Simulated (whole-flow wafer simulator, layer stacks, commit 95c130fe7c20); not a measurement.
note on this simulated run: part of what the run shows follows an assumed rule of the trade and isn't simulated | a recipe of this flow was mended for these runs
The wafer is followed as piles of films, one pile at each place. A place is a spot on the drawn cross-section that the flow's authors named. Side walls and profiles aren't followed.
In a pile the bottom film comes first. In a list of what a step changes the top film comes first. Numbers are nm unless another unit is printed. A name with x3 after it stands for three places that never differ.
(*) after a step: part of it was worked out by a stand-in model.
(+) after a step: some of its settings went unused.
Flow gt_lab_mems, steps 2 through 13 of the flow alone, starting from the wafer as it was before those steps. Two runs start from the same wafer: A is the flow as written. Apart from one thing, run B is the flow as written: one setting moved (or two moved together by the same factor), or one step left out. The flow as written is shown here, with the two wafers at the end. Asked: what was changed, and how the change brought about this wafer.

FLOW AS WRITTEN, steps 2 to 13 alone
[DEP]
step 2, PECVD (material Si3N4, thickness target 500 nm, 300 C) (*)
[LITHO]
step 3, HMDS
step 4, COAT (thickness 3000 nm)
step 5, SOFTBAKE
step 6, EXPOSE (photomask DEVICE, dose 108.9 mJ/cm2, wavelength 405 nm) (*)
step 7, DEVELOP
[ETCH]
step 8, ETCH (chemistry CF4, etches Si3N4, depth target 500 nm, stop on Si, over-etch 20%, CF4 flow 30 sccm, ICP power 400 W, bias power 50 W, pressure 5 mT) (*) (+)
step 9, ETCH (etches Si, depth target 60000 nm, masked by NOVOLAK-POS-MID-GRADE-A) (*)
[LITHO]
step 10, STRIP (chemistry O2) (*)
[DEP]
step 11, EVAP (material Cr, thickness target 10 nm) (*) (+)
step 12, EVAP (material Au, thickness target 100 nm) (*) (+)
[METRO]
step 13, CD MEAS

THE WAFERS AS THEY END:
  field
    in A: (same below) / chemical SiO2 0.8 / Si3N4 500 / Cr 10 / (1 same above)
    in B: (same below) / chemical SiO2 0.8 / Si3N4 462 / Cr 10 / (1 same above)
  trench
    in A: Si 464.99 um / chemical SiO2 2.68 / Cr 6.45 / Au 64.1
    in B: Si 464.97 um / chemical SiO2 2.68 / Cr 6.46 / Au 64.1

Cause: step 2, PECVD: thickness target 462 nm was run, whereas the flow has thickness target 500 nm.
The wafer itself shows it: field has Si3N4 462, and step 2 as written asks for 500 nm.

How this came from the change, step by step:
  step 2, PECVD (material Si3N4, thickness target 500 nm, 300 C) (*)
      field, trench: A +500 Si3N4 (new film) | B +462 Si3N4 (new film)
  step 8, ETCH (chemistry CF4, etches Si3N4, depth target 500 nm, stop on Si, over-etch 20%, CF4 flow 30 sccm, ICP power 400 W, bias power 50 W, pressure 5 mT) (*) (+)
      field: A -400 g/i-line-resist | B -370.2 g/i-line-resist
      trench: A -500 Si3N4 (all of it), -0.8 chemical SiO2 (all of it), -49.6 Si | B -462 Si3N4 (all of it), -0.8 chemical SiO2 (all of it), -68.6 Si
  step 10, STRIP (chemistry O2) (*)
      field: A -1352 g/i-line-resist (all of it) | B -1381.7 g/i-line-resist (all of it)
